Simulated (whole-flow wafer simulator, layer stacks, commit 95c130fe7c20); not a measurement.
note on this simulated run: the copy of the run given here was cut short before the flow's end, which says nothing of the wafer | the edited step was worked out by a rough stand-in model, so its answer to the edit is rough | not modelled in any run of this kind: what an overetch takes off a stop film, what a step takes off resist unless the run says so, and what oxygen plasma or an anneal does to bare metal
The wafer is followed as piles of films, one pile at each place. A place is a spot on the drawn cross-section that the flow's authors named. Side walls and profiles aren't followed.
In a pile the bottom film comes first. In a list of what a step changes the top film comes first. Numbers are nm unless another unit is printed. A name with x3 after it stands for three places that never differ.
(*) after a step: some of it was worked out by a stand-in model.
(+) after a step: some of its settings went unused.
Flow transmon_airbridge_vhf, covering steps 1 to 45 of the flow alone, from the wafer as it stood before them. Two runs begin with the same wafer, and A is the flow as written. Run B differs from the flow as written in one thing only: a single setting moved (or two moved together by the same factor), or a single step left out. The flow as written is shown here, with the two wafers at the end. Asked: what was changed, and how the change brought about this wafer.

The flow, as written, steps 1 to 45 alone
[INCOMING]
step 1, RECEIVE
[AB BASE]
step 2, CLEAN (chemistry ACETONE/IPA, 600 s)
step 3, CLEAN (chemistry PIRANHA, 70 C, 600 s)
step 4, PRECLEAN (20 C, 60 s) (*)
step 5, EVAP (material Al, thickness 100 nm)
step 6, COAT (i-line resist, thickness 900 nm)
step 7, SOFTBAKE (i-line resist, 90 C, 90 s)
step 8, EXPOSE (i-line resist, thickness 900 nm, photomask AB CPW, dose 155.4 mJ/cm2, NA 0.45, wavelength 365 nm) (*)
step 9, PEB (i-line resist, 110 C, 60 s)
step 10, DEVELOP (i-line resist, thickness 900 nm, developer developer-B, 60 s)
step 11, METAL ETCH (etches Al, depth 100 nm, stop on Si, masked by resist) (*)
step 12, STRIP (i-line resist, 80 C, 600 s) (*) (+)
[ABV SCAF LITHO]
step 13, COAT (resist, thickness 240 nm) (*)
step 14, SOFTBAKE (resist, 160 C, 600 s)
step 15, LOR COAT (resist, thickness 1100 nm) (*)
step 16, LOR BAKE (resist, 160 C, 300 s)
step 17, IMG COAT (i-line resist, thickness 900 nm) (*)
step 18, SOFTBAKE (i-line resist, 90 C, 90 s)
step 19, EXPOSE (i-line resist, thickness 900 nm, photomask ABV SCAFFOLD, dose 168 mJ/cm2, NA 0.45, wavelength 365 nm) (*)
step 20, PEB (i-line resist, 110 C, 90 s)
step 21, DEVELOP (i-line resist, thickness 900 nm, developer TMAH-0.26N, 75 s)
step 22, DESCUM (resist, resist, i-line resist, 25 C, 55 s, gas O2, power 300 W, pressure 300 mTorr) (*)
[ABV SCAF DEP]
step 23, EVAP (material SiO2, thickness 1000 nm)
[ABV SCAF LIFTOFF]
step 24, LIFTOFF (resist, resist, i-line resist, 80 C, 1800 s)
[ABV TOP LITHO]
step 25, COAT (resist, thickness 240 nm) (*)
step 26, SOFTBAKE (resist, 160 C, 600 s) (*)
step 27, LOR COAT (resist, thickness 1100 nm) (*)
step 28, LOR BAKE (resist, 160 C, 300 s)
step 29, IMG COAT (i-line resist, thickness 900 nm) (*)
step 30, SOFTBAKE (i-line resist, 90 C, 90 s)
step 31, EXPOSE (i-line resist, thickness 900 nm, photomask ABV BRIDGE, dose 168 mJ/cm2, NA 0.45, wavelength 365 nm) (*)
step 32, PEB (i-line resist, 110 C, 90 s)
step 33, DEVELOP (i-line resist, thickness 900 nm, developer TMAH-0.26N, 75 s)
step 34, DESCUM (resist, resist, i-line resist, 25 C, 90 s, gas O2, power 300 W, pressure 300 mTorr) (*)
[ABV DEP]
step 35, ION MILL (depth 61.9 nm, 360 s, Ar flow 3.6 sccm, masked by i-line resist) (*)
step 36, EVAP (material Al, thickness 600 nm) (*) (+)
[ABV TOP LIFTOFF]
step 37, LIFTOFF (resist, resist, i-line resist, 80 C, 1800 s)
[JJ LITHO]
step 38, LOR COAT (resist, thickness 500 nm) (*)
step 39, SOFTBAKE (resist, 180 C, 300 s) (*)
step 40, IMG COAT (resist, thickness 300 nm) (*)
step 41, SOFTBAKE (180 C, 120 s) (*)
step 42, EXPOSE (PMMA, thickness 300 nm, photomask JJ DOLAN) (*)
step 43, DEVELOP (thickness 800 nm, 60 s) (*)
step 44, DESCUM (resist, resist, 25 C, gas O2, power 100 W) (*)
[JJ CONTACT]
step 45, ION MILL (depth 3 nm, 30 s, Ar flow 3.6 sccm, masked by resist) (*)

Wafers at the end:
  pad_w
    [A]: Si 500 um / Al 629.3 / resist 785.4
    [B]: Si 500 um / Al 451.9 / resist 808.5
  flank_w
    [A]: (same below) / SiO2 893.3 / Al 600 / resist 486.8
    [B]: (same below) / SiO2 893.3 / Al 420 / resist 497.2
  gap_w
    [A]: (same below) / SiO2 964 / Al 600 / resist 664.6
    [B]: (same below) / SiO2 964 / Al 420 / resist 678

The reason: step 36, EVAP: thickness 420 nm was run, though the flow has thickness 600 nm.
One can read it off the wafer: flank_w has Al 420, and step 36 as written asks for 600 nm.

Step by step, how the change led to this:
  step 36, EVAP (material Al, thickness 600 nm) (*) (+)
      field x3, jj_line, ground_far and 10 more: A +600 Al (new film) | B +420 Al (new film)
      pad_w, pad_e: A +591.2 Al | B +413.9 Al
  step 37, LIFTOFF (resist, resist, i-line resist, 80 C, 1800 s)
      field x3, jj_line, trace_open_s x2: A -600 Al (all of it), -600 i-line resist (all of it), -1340 resist (all of it) | B -420 Al (all of it), -600 i-line resist (all of it), -1340 resist (all of it)
      margin_s, margin_n: A -600 Al (all of it), -318.3 i-line resist (all of it), -992 resist (all of it) | B -420 Al (all of it), -318.3 i-line resist (all of it), -992 resist (all of it)
      (as well as at 1 more place)
  step 38, LOR COAT (resist, thickness 500 nm) (*)
      pad_w, pad_e: A +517 resist (new film) | B +532.1 resist (new film)
      margin_s, margin_n: A +445.3 resist (new film) | B +429.5 resist (new film)
      (as well as at 1 more place)
  step 40, IMG COAT (resist, thickness 300 nm) (*)
      pad_w, pad_e: A +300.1 resist | B +308.2 resist
      flank_w, flank_e: A +212.1 resist | B +218.2 resist
      (as well as at 4 more places)
